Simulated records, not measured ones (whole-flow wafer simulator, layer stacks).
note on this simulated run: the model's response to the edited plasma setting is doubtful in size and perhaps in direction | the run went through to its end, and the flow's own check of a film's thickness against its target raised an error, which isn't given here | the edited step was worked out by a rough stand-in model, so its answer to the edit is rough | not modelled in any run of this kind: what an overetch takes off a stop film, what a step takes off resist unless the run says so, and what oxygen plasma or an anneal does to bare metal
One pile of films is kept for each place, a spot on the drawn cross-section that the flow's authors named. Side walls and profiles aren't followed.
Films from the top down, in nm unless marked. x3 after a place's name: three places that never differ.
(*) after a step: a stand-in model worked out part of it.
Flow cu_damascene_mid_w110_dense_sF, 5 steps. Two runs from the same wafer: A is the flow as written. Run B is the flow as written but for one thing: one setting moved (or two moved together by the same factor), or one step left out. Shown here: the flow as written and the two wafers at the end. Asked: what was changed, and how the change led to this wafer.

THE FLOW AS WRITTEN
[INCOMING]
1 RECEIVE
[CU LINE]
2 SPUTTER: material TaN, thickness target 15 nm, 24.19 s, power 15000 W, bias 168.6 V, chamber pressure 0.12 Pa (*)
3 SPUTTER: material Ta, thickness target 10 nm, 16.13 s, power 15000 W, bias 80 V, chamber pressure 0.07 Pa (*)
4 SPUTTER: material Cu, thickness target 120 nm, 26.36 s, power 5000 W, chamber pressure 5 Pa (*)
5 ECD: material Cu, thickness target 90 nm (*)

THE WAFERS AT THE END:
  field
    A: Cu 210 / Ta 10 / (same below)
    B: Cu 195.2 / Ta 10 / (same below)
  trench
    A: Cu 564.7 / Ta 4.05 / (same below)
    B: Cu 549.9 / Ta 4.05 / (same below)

The cause: step 4, SPUTTER: power 4510 W was run, where the flow has power 5000 W.

How the change led to this, step by step:
  4 SPUTTER: material Cu, thickness target 120 nm, 26.36 s, power 5000 W, chamber pressure 5 Pa (*)
      field: A Cu +120 (new film) | B Cu +105.2 (new film)
      trench: A Cu +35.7 (new film) | B Cu +33.3 (new film)
  5 ECD: material Cu, thickness target 90 nm (*)
      trench: A Cu +529 | B Cu +516.6
